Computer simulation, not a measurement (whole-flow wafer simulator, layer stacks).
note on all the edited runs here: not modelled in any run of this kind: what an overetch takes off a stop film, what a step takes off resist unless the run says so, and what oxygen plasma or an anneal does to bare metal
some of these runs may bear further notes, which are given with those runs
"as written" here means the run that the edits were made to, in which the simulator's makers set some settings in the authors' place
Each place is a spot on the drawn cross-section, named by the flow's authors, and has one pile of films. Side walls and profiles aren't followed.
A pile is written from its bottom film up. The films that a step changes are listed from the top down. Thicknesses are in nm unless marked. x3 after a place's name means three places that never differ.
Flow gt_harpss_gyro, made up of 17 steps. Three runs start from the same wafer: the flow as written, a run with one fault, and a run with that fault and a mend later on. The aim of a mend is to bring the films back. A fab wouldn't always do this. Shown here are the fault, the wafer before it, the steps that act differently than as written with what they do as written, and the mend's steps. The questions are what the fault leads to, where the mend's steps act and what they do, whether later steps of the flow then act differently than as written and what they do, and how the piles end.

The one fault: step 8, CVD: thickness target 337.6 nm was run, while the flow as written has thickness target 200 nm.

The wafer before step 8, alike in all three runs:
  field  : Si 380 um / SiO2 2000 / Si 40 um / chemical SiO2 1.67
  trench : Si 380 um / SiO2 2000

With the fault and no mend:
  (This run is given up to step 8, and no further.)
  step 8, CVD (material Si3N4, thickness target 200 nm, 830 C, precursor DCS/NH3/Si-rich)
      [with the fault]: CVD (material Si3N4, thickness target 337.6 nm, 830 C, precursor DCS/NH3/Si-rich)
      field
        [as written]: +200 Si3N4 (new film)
        [with the fault]: +337.6 Si3N4 (new film)
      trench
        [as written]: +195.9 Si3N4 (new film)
        [with the fault]: +329.6 Si3N4 (new film)
  Once step 8 is done, the piles at field, trench depart from the flow's by more than 2% or 0.5 nm, whichever is larger.
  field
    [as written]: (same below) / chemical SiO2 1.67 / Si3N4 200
    [with the fault]: (same below) / chemical SiO2 1.67 / Si3N4 337.6
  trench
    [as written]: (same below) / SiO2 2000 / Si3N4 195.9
    [with the fault]: (same below) / SiO2 2000 / Si3N4 329.6

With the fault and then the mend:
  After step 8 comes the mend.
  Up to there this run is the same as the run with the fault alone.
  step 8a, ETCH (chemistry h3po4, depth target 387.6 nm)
      field
        -337.6 Si3N4 (all of it)
      trench
        -329.6 Si3N4 (all of it)
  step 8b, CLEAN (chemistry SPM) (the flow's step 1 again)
      alters no film at any place that is followed
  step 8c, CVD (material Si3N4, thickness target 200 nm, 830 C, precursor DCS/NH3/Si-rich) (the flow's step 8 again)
      field
        +200 Si3N4 (new film)
      trench
        +195.9 Si3N4 (new film)
  None of the later steps of the flow acts differently than as written at any place that is followed.
  By the end, the piles equal the flow's at every place that both follow.
